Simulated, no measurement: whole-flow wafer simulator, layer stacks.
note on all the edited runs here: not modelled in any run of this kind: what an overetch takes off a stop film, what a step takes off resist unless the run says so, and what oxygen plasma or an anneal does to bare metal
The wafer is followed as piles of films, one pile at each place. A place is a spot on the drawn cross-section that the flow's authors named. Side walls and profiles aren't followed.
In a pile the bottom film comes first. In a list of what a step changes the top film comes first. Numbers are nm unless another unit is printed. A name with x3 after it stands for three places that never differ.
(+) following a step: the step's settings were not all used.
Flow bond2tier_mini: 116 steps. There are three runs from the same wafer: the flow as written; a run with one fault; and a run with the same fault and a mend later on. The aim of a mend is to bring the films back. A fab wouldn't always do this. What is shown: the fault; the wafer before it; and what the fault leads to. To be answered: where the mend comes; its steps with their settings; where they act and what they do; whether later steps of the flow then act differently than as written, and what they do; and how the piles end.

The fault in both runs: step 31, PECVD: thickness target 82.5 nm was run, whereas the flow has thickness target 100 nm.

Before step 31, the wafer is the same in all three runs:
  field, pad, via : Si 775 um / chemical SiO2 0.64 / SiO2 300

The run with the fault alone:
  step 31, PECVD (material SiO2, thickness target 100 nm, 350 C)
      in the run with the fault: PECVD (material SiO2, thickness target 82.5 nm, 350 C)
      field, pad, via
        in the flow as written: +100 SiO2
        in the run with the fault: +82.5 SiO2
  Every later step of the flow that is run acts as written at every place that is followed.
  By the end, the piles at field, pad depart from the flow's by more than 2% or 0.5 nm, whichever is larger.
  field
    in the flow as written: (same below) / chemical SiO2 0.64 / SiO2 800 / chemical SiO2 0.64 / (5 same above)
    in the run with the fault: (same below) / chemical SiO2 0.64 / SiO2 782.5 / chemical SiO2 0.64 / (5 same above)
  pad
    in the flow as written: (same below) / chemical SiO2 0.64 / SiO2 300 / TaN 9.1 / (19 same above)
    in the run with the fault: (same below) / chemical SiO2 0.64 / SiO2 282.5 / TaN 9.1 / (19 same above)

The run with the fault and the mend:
  The mend stands after step 36.
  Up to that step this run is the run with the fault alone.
  step 36a, STRIP (chemistry O2, over-ash 100%) (+)
      field
        -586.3 KrF resist (all of it)
  step 36b, PECVD (material SiO2, thickness target 17.5 nm, 350 C) (a further turn of the flow's step 31, with different settings)
      field, pad, via
        +17.5 SiO2
  step 36c, COAT (KrF resist, thickness 600 nm) (a further turn of the flow's step 32)
      field, pad, via
        +600 KrF resist (new film)
  step 36d, SOFTBAKE (KrF resist) (a further turn of the flow's step 33)
      alters no film at any place that is followed
  step 36e, EXPOSE (photomask APAD, NA 0.6) (a further turn of the flow's step 34)
      alters no film at any place that is followed
  step 36f, PEB (KrF resist) (a further turn of the flow's step 35)
      alters no film at any place that is followed
  step 36g, DEVELOP (developer TMAH-0.26N, 60 s) (a further turn of the flow's step 36)
      pad, via
        -600 KrF resist (all of it)
      field
        -13.7 KrF resist
  Every later step of the flow that is run acts as written at every place that is followed.
  At every place that both follow, the piles at the end match the flow's.
